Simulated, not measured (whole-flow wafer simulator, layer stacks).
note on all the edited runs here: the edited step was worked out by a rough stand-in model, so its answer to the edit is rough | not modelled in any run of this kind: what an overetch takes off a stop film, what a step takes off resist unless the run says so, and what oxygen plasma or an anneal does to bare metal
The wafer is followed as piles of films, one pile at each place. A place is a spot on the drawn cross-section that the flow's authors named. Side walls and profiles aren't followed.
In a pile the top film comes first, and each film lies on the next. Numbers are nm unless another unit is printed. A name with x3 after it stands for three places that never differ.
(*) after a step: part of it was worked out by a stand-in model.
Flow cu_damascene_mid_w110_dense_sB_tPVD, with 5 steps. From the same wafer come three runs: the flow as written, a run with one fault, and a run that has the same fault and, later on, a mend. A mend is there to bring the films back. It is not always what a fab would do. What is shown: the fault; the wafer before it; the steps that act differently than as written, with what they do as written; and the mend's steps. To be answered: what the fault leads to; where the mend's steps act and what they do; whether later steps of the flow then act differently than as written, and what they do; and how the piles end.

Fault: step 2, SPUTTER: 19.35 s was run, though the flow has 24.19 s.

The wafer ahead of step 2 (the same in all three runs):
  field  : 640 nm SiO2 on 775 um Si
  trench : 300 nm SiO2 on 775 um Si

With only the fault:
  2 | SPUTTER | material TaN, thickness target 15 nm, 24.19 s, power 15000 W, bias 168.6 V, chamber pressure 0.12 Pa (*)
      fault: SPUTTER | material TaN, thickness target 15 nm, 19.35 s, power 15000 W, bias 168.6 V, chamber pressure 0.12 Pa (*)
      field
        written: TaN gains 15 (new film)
        fault: TaN gains 12 (new film)
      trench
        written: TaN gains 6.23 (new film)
        fault: TaN gains 4.98 (new film)
  Later steps of the flow that are run all act as written at every place that is followed, up to a difference of at most 2% or 0.5 nm, whichever is larger.
  At field, trench, the piles at the end differ from the flow's by more than 2% or 0.5 nm, whichever is larger.
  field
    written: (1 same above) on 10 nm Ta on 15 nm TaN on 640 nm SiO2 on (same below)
    fault: (1 same above) on 10 nm Ta on 12 nm TaN on 640 nm SiO2 on (same below)
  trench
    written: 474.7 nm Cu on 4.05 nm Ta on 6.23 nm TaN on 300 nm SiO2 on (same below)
    fault: 472.9 nm Cu on 4.08 nm Ta on 4.98 nm TaN on 300 nm SiO2 on (same below)

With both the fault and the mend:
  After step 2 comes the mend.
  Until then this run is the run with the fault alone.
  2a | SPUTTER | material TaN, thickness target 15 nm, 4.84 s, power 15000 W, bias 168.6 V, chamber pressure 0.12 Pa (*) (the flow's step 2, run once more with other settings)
      field
        TaN gains 3
      trench
        TaN gains 1.2
  Later steps of the flow that are run all act as written at every place that is followed, up to a difference of at most 2% or 0.5 nm, whichever is larger.
  The piles end only slightly different from the flow's at the places that both follow, by no more than 2% or 0.5 nm, whichever is larger.
